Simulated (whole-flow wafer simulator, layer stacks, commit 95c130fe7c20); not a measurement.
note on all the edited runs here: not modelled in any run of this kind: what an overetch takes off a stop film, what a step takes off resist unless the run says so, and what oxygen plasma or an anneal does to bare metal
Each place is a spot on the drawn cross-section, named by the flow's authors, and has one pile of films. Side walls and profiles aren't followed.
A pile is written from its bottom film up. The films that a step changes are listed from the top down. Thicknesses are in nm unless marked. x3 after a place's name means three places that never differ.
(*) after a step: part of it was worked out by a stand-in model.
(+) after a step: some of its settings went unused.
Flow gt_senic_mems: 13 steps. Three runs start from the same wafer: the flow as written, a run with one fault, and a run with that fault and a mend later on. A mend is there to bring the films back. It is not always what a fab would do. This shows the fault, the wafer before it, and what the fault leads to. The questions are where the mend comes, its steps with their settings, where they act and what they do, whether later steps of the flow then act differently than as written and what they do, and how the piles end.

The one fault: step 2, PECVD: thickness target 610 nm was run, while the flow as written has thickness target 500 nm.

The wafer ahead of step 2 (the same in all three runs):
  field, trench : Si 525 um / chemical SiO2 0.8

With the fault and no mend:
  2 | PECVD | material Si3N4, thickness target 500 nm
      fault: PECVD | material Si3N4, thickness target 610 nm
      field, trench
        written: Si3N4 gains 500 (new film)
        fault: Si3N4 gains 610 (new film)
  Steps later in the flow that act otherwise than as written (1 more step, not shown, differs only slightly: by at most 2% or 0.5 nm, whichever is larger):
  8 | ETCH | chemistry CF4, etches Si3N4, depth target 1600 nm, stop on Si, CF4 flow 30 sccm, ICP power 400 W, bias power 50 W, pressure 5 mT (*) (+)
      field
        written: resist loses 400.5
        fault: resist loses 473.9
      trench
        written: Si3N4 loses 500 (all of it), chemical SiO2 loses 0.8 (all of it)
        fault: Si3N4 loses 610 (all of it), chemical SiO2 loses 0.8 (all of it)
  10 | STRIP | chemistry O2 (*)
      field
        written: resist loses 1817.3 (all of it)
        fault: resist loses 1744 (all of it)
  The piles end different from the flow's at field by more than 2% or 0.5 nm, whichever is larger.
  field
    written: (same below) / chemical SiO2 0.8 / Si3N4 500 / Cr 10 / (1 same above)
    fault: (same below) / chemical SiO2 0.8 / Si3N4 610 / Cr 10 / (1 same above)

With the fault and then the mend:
  The mend stands after step 2.
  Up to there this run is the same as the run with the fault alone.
  2a | ETCH | chemistry h3po4, depth target 110 nm
      field, trench
        Si3N4 loses 110
  None of the later steps of the flow acts differently than as written at any place that is followed.
  At every place that both follow, the piles at the end match the flow's.
